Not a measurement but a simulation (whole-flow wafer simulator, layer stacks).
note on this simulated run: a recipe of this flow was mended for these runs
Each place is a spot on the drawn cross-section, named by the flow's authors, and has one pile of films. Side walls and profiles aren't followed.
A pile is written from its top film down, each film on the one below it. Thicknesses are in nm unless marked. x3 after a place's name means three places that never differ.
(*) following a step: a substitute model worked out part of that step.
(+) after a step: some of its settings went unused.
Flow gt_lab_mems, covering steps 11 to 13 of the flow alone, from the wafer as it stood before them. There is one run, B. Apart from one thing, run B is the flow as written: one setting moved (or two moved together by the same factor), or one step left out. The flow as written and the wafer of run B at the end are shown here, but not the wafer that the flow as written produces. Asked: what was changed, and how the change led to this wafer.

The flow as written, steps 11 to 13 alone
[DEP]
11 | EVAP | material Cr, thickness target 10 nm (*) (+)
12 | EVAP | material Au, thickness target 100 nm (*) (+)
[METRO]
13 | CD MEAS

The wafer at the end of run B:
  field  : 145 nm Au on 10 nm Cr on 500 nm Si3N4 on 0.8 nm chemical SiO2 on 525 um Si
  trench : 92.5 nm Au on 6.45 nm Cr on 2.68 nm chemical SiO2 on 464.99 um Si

The reason: step 12, EVAP: thickness target 145 nm was run, whereas the flow has thickness target 100 nm.
The wafer itself shows it: field has Au 145, and step 12 as written asks for 100 nm.

Step by step, how the change led to this:
  12 | EVAP | material Au, thickness target 100 nm (*) (+)
      field: +145 Au (new film) (it would be, as written: +100 Au (new film))
      trench: +92.5 Au (new film) (it would be, as written: +64.1 Au (new film))
